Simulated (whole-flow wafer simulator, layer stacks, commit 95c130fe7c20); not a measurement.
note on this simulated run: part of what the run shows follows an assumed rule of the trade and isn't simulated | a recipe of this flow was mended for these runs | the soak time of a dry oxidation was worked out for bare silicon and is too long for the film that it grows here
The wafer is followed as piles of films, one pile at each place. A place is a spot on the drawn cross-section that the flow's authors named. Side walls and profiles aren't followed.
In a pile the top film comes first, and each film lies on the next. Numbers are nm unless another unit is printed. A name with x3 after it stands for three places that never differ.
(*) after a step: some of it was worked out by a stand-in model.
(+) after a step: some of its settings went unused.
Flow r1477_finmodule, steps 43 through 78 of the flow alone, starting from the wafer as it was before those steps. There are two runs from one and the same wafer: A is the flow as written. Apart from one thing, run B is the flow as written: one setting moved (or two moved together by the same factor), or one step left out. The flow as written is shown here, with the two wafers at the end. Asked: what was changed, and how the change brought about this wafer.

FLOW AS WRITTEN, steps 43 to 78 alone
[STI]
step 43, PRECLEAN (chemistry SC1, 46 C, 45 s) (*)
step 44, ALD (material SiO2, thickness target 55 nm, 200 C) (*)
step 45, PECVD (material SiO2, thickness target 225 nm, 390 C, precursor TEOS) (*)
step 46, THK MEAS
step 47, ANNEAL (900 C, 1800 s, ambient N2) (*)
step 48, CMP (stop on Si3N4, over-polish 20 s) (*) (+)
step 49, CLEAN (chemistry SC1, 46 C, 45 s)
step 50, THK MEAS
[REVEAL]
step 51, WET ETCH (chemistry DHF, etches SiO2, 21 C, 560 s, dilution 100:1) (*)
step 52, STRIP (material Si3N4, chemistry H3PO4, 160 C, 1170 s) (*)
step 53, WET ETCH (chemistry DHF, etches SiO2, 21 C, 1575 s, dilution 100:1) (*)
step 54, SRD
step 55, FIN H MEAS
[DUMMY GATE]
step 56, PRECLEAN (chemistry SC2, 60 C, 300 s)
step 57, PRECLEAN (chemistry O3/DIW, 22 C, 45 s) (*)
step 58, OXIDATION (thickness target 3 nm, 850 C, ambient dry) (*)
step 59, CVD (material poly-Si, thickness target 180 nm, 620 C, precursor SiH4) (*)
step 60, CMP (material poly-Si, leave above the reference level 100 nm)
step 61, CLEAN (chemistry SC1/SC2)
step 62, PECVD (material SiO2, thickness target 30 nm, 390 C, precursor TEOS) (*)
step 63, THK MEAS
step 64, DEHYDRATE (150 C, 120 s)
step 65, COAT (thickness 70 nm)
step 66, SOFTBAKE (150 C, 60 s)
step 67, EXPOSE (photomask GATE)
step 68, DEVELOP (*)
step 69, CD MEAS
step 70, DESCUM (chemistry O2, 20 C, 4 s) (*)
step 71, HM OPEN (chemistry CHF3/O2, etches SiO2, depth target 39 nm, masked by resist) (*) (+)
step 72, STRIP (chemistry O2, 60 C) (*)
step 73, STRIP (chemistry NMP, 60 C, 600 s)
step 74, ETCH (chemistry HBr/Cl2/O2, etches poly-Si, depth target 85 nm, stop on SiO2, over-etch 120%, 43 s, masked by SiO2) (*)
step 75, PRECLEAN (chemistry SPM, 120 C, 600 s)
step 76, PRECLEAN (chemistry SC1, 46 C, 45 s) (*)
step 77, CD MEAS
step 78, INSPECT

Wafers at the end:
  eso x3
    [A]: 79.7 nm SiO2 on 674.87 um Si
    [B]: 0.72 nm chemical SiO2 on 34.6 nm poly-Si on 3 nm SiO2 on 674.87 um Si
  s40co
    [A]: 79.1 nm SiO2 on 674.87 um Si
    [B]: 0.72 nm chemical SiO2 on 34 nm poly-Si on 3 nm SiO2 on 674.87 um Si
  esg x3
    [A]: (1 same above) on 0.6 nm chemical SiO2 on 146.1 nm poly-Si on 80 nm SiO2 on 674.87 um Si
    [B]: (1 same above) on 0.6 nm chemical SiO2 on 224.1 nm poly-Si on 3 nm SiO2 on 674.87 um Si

Cause: step 47, ANNEAL: 900 C, 1800 s, ambient N2 (*), was omitted.

How this came from the change, step by step:
  step 48, CMP (stop on Si3N4, over-polish 20 s) (*) (+)
      elg x4, esg x3, e200sg, elo x4, eso x3, e200so: A -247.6 SiO2 | B -257.7 SiO2
      s40cg, s40sg, s45cg and 9 more: A -288.1 SiO2 | B -298.3 SiO2
      (as well as at 8 more places)
  step 51, WET ETCH (chemistry DHF, etches SiO2, 21 C, 560 s, dilution 100:1) (*)
      esg x3, e200sg, s40cg and 15 more: A -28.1 SiO2 | B -72.8 SiO2
      elg x4, elo x4: A -22.3 SiO2 (all of it), -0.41 Si3N4 | B -22.3 SiO2 (all of it), -3.81 Si3N4
      (as well as at 8 more places)
  step 52, STRIP (material Si3N4, chemistry H3PO4, 160 C, 1170 s) (*)
      esg x3, e200sg, s40cg and 15 more: A -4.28 SiO2 | B -12.1 SiO2
      elg x4, elo x4: A -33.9 Si3N4 (all of it), -2.15 SiO2 | B -30.5 Si3N4 (all of it), -2.25 SiO2
      (as well as at 8 more places)
  step 53, WET ETCH (chemistry DHF, etches SiO2, 21 C, 1575 s, dilution 100:1) (*)
      esg x3, e200sg, s40sg and 9 more: A -79.1 SiO2 | B -105.6 SiO2 (all of it), -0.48 chemical SiO2 (all of it)
      s40cg, s45cg, s50cg, s40co, s45co, s50co: A -79.1 SiO2 | B -105 SiO2 (all of it), -0.48 chemical SiO2 (all of it)
      (as well as at 2 more places)
  step 57, PRECLEAN (chemistry O3/DIW, 22 C, 45 s) (*)
      pad, padg, esg x3 and 17 more: A nothing | B +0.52 chemical SiO2, -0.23 Si
  step 58, OXIDATION (thickness target 3 nm, 850 C, ambient dry) (*)
      esg x3, e200sg, s40cg and 15 more: A +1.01 SiO2, -0.48 chemical SiO2 (all of it), -0.23 Si | B +3 SiO2 (new film), -0.85 chemical SiO2 (all of it), -0.95 Si
      pad, padg: A +1.04 SiO2, -0.48 chemical SiO2 (all of it), -0.24 Si | B +3 SiO2 (new film), -0.85 chemical SiO2 (all of it), -0.95 Si
  step 59, CVD (material poly-Si, thickness target 180 nm, 620 C, precursor SiH4) (*)
      esg x3, s40sg, s45sg, s50sg, eso x3, s40so, s45so, s50so: A +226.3 poly-Si (new film) | B +304.4 poly-Si (new film)
      s40cg, s45cg, s50cg, s40co, s45co, s50co: A +226.3 poly-Si (new film) | B +303.8 poly-Si (new film)
      (as well as at 2 more places)
  step 60, CMP (material poly-Si, leave above the reference level 100 nm)
      pad, padg: A -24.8 poly-Si | B nothing
      e200sg, e200so: A -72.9 poly-Si | B -80 poly-Si
  step 74, ETCH (chemistry HBr/Cl2/O2, etches poly-Si, depth target 85 nm, stop on SiO2, over-etch 120%, 43 s, masked by SiO2) (*)
      eso x3, e200so, s40co, s40so, s45co, s45so, s50co, s50so: A -1.12 chemical SiO2 (all of it), -143.9 poly-Si (all of it), -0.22 SiO2 | B -1.12 chemical SiO2 (all of it), -187 poly-Si
      pad: A -1.12 chemical SiO2 (all of it), -152.8 poly-Si (all of it), -0.17 SiO2 | B -1.12 chemical SiO2 (all of it), -177.6 poly-Si (all of it), -0.05 SiO2
  step 75, PRECLEAN (chemistry SPM, 120 C, 600 s)
      eso x3, e200so, s40co, s40so, s45co, s45so, s50co, s50so: A nothing | B +0.8 chemical SiO2 (new film), -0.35 poly-Si
